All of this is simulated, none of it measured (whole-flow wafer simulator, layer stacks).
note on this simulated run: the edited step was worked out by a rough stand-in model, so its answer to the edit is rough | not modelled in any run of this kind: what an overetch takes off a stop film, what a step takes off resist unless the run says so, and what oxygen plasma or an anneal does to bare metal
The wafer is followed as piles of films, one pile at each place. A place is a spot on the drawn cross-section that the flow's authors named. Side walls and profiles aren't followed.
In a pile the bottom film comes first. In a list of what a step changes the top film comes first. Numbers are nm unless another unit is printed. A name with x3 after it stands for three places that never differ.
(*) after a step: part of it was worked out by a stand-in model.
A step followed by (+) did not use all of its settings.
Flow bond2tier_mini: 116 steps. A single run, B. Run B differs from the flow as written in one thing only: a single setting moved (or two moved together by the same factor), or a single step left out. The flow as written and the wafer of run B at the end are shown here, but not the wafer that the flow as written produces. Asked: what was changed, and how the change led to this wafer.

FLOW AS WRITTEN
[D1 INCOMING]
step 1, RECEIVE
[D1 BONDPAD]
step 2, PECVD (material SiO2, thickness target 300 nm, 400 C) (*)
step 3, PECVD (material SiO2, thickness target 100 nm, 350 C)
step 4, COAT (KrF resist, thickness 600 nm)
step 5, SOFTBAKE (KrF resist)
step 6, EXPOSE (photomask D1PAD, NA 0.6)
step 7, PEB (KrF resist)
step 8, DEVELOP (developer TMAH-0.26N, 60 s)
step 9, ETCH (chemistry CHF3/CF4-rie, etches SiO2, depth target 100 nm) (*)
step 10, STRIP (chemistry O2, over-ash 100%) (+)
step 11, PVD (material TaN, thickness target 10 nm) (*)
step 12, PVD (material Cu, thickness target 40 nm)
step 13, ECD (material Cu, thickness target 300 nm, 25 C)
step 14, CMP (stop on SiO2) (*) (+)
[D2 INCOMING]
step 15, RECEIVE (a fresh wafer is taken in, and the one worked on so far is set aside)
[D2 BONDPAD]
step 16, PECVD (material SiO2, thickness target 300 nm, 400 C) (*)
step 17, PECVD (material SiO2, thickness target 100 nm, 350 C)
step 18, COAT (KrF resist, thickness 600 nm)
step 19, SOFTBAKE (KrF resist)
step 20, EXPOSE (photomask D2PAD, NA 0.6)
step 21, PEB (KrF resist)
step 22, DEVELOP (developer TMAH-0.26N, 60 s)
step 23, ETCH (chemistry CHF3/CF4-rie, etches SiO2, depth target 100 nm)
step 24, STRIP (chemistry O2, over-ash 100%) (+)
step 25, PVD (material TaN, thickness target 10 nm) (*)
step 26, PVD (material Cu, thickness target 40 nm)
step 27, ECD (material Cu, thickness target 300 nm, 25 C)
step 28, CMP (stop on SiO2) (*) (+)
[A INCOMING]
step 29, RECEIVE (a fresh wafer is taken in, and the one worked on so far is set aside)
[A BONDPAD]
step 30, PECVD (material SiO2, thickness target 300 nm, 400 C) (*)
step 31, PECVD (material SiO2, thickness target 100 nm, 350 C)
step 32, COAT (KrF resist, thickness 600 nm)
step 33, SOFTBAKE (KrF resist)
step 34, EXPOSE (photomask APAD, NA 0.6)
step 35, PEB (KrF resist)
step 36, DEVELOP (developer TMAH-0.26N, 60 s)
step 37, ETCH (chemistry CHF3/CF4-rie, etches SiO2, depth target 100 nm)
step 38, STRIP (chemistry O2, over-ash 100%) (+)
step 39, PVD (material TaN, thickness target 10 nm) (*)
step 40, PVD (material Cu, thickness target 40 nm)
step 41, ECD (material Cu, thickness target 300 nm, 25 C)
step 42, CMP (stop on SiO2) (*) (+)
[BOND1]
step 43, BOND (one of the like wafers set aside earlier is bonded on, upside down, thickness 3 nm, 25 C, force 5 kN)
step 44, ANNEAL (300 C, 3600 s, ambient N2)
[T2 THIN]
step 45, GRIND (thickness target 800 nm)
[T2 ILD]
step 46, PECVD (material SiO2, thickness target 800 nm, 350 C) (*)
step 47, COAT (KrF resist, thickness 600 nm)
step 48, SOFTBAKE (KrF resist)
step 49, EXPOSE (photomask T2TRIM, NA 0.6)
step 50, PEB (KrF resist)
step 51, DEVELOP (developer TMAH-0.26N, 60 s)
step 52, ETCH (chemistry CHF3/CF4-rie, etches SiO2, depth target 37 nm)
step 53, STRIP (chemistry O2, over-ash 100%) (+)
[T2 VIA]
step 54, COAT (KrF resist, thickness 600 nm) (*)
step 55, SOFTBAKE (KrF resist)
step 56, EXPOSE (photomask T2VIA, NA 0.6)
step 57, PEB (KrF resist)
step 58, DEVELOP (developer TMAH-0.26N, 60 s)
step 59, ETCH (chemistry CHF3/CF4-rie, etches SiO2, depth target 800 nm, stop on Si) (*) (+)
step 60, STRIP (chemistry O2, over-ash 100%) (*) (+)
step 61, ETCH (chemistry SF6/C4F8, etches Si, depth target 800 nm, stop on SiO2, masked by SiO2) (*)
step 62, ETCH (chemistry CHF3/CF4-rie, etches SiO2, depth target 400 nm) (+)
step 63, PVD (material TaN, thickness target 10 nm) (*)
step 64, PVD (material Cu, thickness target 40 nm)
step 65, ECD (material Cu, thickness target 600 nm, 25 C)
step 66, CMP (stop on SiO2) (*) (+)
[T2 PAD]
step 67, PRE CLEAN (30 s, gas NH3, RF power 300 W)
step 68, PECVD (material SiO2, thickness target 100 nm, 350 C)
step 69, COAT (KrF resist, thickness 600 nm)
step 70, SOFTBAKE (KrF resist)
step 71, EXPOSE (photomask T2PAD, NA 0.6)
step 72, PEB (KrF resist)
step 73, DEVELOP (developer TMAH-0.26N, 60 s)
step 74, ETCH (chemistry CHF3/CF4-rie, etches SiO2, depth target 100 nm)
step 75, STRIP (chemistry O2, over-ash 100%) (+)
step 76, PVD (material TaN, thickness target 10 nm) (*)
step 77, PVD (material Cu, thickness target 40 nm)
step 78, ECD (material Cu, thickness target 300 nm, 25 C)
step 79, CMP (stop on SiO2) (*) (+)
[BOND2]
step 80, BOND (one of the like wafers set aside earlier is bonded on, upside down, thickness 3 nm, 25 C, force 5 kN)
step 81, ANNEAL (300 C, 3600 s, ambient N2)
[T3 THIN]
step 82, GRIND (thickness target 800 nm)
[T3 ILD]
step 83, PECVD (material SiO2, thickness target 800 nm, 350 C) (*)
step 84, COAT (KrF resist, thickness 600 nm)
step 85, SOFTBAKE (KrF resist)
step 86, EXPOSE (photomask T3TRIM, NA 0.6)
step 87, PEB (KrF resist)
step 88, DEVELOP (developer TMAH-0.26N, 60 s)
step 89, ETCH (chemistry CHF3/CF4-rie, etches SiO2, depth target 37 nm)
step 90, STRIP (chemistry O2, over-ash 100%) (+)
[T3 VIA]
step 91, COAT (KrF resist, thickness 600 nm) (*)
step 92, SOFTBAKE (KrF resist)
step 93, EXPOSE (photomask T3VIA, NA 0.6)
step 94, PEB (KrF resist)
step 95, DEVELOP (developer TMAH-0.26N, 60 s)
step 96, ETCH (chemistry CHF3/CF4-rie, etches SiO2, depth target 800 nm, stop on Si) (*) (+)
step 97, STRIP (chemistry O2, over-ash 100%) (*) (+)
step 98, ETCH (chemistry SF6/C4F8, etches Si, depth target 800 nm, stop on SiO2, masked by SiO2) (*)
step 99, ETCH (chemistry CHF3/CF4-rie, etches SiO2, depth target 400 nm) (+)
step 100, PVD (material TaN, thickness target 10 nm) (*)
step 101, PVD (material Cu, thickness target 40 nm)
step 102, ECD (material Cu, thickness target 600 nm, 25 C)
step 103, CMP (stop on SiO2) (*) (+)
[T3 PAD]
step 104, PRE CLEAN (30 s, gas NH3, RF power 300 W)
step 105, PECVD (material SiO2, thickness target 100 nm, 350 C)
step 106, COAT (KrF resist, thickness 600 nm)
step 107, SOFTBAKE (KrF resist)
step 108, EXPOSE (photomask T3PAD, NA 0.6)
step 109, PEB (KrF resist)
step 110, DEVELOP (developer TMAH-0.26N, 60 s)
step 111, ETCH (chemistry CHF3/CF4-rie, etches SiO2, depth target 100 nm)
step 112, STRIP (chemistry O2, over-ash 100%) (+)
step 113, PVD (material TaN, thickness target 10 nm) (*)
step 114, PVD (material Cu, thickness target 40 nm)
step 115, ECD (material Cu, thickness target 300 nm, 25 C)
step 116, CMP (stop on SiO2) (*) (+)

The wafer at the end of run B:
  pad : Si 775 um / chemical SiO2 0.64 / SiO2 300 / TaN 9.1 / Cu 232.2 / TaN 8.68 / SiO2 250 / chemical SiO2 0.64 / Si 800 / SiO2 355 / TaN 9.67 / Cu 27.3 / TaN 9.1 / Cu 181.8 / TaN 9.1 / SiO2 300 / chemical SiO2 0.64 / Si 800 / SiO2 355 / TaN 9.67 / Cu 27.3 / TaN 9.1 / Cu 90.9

Cause: step 9, ETCH: depth target 150 nm was run, while the flow as written has depth target 100 nm.

The path from the change to this, step by step:
  step 9, ETCH (chemistry CHF3/CF4-rie, etches SiO2, depth target 100 nm) (*)
      pad, via: -150 SiO2 (in the flow as written it would be: -100 SiO2)
      field: -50 KrF resist (in the flow as written it would be: -33.3 KrF resist)
  step 10, STRIP (chemistry O2, over-ash 100%) (+)
      field: -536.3 KrF resist (all of it) (in the flow as written it would be: -552.9 KrF resist (all of it))
  step 12, PVD (material Cu, thickness target 40 nm)
      pad: +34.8 Cu (new film) (in the flow as written it would be: +36.4 Cu (new film))
  step 13, ECD (material Cu, thickness target 300 nm, 25 C)
      pad: +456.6 Cu (in the flow as written it would be: +404.5 Cu)
      via: +450.5 Cu (in the flow as written it would be: +400.2 Cu)
  step 43, BOND (one of the like wafers set aside earlier is bonded on, upside down, thickness 3 nm, 25 C, force 5 kN)
      pad: +775 um Si (new film), +0.64 chemical SiO2 (new film), +250 SiO2 (new film), +8.68 TaN (new film), +141.3 Cu (in the flow as written it would be: +775 um Si (new film), +0.64 chemical SiO2 (new film), +300 SiO2 (new film), +9.1 TaN (new film), +90.9 Cu)
      via: +775 um Si (new film), +0.64 chemical SiO2 (new film), +250 SiO2 (new film), +9.91 TaN (new film), +140.1 Cu (in the flow as written it would be: +775 um Si (new film), +0.64 chemical SiO2 (new film), +300 SiO2 (new film), +9.97 TaN (new film), +90 Cu)
